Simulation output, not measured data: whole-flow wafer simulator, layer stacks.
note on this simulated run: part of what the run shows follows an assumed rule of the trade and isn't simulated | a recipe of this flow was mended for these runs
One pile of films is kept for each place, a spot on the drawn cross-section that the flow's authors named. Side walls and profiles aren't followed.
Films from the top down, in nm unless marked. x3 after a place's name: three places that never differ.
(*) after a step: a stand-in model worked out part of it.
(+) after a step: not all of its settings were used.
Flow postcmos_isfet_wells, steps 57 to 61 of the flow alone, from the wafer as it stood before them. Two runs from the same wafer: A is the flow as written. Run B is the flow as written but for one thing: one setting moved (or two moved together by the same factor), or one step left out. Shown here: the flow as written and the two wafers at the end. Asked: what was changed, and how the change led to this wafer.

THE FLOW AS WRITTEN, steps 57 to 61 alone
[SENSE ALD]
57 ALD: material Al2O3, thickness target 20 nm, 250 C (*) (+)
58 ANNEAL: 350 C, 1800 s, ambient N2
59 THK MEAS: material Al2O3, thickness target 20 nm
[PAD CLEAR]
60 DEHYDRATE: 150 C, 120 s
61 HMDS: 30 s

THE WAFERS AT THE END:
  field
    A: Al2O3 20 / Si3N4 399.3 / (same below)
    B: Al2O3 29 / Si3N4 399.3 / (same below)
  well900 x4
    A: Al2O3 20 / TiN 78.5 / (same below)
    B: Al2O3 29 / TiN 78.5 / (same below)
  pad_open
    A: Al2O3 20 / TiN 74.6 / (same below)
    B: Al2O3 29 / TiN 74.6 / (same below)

The cause: step 57, ALD: thickness target 29 nm was run, where the flow has thickness target 20 nm.
It can be read off the wafer: field has Al2O3 29, and step 57 as written asks for 20 nm.

How the change led to this, step by step:
  57 ALD: material Al2O3, thickness target 20 nm, 250 C (*) (+)
      field, margin x3, well900 x4, pad_open: A Al2O3 +20 (new film) | B Al2O3 +29 (new film)
